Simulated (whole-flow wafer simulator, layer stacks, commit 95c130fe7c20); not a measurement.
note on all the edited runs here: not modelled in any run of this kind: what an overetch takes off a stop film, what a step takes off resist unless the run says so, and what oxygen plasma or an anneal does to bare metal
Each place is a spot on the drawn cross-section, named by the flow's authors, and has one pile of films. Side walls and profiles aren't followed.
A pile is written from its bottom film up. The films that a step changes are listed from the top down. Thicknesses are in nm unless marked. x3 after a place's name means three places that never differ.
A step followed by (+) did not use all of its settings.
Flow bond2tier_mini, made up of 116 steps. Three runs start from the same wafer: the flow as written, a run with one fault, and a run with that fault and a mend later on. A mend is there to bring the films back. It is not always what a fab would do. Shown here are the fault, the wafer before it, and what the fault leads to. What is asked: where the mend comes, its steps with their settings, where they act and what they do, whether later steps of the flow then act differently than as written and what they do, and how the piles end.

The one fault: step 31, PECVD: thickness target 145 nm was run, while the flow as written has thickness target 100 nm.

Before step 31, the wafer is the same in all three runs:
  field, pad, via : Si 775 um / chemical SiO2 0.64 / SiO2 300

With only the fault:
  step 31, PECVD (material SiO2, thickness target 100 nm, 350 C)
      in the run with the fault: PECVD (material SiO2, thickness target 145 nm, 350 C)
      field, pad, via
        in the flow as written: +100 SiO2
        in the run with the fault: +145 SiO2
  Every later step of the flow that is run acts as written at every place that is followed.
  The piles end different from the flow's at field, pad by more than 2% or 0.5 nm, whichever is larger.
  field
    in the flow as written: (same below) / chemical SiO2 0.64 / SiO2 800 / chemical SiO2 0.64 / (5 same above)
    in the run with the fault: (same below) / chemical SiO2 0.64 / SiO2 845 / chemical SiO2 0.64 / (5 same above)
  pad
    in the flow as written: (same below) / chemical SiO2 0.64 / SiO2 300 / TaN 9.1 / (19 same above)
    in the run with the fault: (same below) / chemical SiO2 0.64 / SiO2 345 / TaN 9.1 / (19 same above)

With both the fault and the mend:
  The mend follows step 36.
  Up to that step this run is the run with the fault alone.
  step 36a, STRIP (chemistry O2, over-ash 100%) (+)
      field
        -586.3 KrF resist (all of it)
  step 36b, ETCH (chemistry CHF3/CF4-rie, etches SiO2, depth target 45 nm)
      field, pad, via
        -45 SiO2
  step 36c, COAT (KrF resist, thickness 600 nm) (a further turn of the flow's step 32)
      field, pad, via
        +600 KrF resist (new film)
  step 36d, SOFTBAKE (KrF resist) (a further turn of the flow's step 33)
      leaves every film unchanged at each place that is followed
  step 36e, EXPOSE (photomask APAD, NA 0.6) (a further turn of the flow's step 34)
      leaves every film unchanged at each place that is followed
  step 36f, PEB (KrF resist) (a further turn of the flow's step 35)
      leaves every film unchanged at each place that is followed
  step 36g, DEVELOP (developer TMAH-0.26N, 60 s) (a further turn of the flow's step 36)
      pad, via
        -600 KrF resist (all of it)
      field
        -13.7 KrF resist
  Every later step of the flow that is run acts as written at every place that is followed.
  The piles end the same as the flow's at every place that both follow.
